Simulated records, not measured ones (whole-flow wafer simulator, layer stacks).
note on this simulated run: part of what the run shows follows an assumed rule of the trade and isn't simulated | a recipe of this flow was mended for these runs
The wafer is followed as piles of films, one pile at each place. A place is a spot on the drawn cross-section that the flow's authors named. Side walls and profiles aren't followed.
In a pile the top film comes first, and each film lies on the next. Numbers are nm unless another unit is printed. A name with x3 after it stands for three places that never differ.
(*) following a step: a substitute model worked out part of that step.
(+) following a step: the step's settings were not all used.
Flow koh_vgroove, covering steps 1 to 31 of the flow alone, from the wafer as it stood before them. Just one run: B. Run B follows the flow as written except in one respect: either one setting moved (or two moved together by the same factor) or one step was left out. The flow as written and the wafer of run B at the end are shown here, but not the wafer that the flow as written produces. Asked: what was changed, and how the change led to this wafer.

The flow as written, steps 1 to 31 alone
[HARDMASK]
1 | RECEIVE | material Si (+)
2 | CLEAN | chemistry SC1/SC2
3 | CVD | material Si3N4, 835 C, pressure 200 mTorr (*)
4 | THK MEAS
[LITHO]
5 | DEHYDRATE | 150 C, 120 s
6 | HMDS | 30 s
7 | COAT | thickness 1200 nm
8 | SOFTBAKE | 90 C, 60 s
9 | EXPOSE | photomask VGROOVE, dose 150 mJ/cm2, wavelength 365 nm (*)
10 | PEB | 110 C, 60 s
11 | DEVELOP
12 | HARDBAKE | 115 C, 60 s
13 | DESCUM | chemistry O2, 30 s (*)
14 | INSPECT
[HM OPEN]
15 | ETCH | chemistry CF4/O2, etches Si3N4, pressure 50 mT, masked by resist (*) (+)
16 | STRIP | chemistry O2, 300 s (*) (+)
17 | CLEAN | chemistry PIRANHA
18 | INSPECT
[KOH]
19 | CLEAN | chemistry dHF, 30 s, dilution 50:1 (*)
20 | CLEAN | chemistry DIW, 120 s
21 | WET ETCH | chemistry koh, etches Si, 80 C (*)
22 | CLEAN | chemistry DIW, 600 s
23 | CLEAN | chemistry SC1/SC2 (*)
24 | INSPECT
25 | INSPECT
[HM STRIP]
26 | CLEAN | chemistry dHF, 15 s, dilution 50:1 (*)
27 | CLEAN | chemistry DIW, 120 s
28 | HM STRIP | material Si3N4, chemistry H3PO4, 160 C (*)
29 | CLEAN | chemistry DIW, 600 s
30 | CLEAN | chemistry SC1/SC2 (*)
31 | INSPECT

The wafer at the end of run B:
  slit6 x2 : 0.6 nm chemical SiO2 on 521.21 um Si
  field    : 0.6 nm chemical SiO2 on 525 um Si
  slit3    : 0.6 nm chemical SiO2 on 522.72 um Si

Cause: step 3, CVD: 827 C was run, while the flow as written has 835 C.

The path from the change to this, step by step:
  3 | CVD | material Si3N4, 835 C, pressure 200 mTorr (*)
      field, slit3, slit2, slit6 x2: +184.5 Si3N4 (new film) (in the flow as written it would be: +200 Si3N4 (new film))
  15 | ETCH | chemistry CF4/O2, etches Si3N4, pressure 50 mT, masked by resist (*) (+)
      slit3, slit2, slit6 x2: -184.5 Si3N4 (all of it), -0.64 chemical SiO2 (all of it), -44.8 Si (in the flow as written it would be: -200 Si3N4 (all of it), -0.64 chemical SiO2 (all of it), -29.4 Si)
  28 | HM STRIP | material Si3N4, chemistry H3PO4, 160 C (*)
      field: -183.3 Si3N4 (all of it), -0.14 chemical SiO2, -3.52 Si (in the flow as written it would be: -198.7 Si3N4 (all of it), -0.14 chemical SiO2, -2.75 Si)
